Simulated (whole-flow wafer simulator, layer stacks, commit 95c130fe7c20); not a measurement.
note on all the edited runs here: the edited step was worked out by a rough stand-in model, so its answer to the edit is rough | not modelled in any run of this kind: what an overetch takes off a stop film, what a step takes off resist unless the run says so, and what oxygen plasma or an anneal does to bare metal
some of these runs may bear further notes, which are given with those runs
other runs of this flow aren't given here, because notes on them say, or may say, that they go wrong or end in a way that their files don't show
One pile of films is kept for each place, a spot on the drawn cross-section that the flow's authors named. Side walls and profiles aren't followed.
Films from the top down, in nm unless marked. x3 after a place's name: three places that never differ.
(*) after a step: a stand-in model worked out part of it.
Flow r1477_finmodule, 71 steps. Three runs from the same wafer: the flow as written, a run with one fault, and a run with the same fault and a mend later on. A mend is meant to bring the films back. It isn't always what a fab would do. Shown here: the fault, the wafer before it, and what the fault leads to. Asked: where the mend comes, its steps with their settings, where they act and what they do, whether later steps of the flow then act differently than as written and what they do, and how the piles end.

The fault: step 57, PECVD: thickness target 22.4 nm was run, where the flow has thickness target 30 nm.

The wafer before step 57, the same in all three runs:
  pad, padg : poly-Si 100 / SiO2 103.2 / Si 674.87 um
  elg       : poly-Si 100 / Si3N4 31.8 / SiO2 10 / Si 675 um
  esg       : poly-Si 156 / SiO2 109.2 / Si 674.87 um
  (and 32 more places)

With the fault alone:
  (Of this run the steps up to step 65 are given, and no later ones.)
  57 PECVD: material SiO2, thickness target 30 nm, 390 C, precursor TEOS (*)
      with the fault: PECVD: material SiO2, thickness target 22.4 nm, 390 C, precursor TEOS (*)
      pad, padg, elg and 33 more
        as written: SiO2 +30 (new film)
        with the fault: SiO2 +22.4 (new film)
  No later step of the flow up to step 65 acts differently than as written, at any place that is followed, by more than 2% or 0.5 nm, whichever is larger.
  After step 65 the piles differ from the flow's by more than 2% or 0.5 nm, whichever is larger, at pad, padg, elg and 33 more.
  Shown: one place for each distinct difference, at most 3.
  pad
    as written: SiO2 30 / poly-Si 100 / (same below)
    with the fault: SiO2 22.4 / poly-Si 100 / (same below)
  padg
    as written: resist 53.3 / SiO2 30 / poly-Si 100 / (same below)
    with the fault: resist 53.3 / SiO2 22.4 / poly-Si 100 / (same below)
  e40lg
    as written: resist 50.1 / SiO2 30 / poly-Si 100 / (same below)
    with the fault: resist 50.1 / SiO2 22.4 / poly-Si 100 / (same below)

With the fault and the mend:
  The mend comes after step 64.
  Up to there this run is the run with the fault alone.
  64a STRIP: resist, chemistry O2, 60 C
      padg, elg, esg
        resist -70 (all of it)
      e40lg, e100lg, e200lg
        resist -66.9 (all of it)
      s40sg, s45sg
        resist -91 (all of it)
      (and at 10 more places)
  64b PECVD: material SiO2, thickness target 7.6 nm, 390 C, precursor TEOS (*) (the flow's step 57 once more, with other settings)
      pad, padg, elg and 33 more
        SiO2 +7.6
  64c DEHYDRATE: 150 C, 120 s (the flow's step 59 once more)
      changes no film at any place that is followed
  64d COAT: resist, thickness 70 nm (*) (the flow's step 60 once more)
      e40lg, e100lg, e200lg, elo, e40lo, e100lo, e200lo
        resist +66.9 (new film)
      pad, padg, elg, esg
        resist +70 (new film)
      s40sg, s45sg, s40so, s45so
        resist +91 (new film)
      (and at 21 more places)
  64e SOFTBAKE: 180 C, 180 s (*) (the flow's step 61 once more)
      changes no film at any place that is followed
  64f EXPOSE: resist, photomask GATE (the flow's step 62 once more)
      changes no film at any place that is followed
  64g DEVELOP (*) (the flow's step 63 once more)
      elo, e40lo, e100lo, e200lo
        resist -66.9 (all of it)
      eso, e40so
        resist -129.5 (all of it)
      s40so, s45so
        resist -91 (all of it)
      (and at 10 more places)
  No later step of the flow acts differently than as written at any place that is followed.
  At the end the piles are the same as the flow's at every place that both follow.
